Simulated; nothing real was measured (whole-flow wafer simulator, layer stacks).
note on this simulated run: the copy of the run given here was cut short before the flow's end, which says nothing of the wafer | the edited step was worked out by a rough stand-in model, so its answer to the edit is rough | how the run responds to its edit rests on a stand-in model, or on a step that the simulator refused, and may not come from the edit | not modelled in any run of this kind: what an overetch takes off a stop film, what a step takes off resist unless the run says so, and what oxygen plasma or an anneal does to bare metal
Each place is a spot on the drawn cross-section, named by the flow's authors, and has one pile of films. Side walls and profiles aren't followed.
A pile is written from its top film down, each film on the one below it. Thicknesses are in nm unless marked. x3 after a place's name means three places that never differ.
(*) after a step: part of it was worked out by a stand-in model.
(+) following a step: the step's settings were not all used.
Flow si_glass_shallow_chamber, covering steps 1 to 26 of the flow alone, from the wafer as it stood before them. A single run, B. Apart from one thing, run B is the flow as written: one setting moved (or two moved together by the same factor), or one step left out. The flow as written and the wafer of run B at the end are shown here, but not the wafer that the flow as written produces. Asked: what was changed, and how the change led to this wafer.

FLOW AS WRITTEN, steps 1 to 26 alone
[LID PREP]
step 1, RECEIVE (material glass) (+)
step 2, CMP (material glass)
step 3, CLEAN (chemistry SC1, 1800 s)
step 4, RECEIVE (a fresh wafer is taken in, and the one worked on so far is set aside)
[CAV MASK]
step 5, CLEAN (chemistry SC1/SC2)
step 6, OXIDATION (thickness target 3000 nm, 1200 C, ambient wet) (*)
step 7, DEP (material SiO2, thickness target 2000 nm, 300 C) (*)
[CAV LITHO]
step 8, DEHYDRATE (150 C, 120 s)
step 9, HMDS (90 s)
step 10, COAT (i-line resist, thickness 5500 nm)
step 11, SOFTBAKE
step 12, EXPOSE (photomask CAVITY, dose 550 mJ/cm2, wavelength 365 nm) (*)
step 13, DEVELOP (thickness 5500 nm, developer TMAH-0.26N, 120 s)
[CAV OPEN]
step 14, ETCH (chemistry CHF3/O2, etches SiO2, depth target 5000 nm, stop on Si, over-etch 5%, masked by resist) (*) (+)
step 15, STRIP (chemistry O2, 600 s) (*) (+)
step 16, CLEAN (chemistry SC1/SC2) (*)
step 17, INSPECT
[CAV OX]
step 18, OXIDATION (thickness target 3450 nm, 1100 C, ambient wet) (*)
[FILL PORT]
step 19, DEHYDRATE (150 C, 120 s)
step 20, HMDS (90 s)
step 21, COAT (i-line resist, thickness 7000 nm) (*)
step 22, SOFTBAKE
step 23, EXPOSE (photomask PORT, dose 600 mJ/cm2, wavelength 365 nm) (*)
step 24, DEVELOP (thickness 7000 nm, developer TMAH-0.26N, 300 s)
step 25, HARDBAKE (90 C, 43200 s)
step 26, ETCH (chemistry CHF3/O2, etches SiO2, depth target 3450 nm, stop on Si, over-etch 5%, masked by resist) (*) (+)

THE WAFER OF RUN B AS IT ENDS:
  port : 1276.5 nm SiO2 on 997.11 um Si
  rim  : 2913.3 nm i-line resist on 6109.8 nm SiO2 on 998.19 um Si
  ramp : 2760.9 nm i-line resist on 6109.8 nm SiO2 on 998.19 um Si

Cause: step 26, ETCH: depth target 2070 nm was run, though the flow has depth target 3450 nm.

Step by step, how the change led to this:
  step 26, ETCH (chemistry CHF3/O2, etches SiO2, depth target 3450 nm, stop on Si, over-etch 5%, masked by resist) (*) (+)
      port: SiO2 loses 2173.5 (as written it would have been: SiO2 loses 3450 (all of it), Si loses 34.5)
      rim, ramp, cav, ring: i-line resist loses 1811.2 (as written it would have been: i-line resist loses 3018.8)
      (also at 1 further place)
